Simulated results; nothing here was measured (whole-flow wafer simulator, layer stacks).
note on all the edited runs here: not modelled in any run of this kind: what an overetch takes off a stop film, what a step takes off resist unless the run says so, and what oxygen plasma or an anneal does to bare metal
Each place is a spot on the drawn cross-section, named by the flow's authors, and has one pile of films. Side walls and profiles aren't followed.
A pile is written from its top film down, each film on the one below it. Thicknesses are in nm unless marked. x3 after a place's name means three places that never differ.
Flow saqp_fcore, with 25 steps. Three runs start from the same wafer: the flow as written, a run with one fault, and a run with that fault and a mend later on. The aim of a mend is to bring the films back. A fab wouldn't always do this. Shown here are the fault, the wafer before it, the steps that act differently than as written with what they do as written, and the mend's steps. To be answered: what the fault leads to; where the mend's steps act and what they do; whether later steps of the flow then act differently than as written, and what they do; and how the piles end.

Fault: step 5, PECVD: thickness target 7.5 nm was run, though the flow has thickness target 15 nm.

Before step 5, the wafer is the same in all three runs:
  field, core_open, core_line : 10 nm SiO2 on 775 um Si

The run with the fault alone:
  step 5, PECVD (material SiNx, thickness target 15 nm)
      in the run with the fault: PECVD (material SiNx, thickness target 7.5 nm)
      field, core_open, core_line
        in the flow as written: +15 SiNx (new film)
        in the run with the fault: +7.5 SiNx (new film)
  None of the later steps of the flow acts differently than as written at any place that is followed.
  By the end, the piles at field, core_open, core_line depart from the flow's by more than 2% or 0.5 nm, whichever is larger.
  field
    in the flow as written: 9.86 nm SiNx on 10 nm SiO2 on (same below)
    in the run with the fault: 2.36 nm SiNx on 10 nm SiO2 on (same below)
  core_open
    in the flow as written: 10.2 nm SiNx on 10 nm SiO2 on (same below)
    in the run with the fault: 2.68 nm SiNx on 10 nm SiO2 on (same below)
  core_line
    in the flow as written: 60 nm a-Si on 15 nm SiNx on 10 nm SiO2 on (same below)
    in the run with the fault: 60 nm a-Si on 7.5 nm SiNx on 10 nm SiO2 on (same below)

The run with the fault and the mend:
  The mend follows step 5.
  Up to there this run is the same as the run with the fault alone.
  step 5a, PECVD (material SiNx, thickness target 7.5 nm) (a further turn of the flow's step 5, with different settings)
      field, core_open, core_line
        +7.5 SiNx
  None of the later steps of the flow acts differently than as written at any place that is followed.
  The piles end the same as the flow's at every place that both follow.
